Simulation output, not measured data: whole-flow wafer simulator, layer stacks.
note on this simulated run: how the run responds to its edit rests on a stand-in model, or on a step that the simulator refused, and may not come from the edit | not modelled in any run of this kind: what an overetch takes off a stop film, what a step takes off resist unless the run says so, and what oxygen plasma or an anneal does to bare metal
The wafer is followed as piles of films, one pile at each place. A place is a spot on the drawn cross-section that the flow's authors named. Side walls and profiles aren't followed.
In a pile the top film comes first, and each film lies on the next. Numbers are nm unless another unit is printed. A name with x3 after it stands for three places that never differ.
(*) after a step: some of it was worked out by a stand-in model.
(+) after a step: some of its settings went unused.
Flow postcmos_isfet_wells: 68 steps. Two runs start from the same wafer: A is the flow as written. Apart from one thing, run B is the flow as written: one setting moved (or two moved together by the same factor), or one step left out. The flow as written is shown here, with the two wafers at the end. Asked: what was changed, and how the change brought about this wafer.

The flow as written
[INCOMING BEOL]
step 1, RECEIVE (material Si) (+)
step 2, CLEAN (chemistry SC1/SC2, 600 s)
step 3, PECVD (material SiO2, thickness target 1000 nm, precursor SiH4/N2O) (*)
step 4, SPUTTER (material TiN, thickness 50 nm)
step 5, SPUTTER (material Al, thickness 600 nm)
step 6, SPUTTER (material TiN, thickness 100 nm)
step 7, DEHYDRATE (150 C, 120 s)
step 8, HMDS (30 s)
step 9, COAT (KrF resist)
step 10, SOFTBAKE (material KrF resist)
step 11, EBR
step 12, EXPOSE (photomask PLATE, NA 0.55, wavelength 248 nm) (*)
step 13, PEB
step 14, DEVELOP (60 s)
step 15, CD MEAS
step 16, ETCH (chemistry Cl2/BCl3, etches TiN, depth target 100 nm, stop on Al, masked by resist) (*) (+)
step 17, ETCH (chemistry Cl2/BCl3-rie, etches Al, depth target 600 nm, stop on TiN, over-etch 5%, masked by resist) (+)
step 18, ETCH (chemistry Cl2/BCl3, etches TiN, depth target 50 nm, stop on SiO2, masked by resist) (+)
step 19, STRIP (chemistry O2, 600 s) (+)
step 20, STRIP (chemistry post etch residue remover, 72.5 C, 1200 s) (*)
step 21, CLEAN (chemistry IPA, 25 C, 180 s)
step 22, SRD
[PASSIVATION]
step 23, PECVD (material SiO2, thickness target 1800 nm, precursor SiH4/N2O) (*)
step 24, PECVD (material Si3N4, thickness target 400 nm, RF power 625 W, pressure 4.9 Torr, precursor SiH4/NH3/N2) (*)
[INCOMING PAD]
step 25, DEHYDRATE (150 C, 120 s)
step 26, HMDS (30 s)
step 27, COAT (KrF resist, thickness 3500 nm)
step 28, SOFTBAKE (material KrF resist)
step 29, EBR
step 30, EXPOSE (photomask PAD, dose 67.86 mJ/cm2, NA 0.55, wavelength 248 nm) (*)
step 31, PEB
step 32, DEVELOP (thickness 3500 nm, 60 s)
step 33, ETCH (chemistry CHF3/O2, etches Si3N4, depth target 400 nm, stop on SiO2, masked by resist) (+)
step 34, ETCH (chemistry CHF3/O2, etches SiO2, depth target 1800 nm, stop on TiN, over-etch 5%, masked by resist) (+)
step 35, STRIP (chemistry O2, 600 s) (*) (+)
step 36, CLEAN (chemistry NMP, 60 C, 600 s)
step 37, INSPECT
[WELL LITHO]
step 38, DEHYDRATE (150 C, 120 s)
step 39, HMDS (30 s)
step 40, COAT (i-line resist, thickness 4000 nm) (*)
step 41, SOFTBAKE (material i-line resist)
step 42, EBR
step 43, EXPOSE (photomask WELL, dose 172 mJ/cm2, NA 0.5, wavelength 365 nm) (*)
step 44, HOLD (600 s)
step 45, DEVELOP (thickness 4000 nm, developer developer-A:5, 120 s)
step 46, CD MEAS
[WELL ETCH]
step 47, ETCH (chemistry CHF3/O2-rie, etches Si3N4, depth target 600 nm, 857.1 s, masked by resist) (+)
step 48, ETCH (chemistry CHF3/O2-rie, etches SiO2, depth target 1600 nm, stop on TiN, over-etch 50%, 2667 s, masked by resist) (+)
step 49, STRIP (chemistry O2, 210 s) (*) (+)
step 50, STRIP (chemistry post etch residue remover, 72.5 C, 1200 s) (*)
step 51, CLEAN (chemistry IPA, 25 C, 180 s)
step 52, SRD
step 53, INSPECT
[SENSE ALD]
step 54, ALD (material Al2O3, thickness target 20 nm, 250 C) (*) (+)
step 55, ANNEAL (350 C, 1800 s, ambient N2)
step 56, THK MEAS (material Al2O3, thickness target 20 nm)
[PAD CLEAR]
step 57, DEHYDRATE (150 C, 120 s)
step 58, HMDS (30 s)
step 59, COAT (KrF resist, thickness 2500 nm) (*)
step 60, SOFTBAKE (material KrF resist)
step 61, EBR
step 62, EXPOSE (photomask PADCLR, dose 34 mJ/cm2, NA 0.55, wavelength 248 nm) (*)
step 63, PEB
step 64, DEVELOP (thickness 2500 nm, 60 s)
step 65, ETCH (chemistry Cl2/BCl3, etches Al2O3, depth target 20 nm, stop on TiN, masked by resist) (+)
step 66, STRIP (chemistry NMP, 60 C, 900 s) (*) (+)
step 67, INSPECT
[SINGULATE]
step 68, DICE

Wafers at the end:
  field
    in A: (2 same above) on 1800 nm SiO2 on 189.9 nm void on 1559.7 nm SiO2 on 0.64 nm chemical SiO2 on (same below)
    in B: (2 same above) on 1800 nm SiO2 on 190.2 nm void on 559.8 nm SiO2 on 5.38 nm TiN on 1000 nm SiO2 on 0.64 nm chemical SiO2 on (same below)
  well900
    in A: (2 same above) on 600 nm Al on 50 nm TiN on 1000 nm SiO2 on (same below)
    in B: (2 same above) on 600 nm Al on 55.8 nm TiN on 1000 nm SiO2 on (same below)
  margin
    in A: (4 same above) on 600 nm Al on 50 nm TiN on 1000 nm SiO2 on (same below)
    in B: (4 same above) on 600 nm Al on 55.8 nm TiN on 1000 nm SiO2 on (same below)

What caused this: step 4, SPUTTER: thickness 55.8 nm was run, though the flow has thickness 50 nm.
The wafer itself shows it: well900 has TiN 55.8, and step 4 as written asks for 50 nm.

Step by step, how the change led to this:
  step 4, SPUTTER (material TiN, thickness 50 nm)
      field, margin, well900, well1300 x3, pad_rim, pad_clr, pad_open: A TiN gains 50 (new film) | B TiN gains 55.8 (new film)
  step 18, ETCH (chemistry Cl2/BCl3, etches TiN, depth target 50 nm, stop on SiO2, masked by resist) (+)
      field: A TiN loses 50 (all of it) | B TiN loses 50
  step 23, PECVD (material SiO2, thickness target 1800 nm, precursor SiH4/N2O) (*)
      field: A SiO2 gains 1800 (new film), void gains 189.9 (new film), SiO2 gains 559.7 | B SiO2 gains 1800 (new film), void gains 190.2 (new film), SiO2 gains 559.8 (new film)
If metal films that touch count as one body, field has 1 body; the flow as written gives 0 bodies.
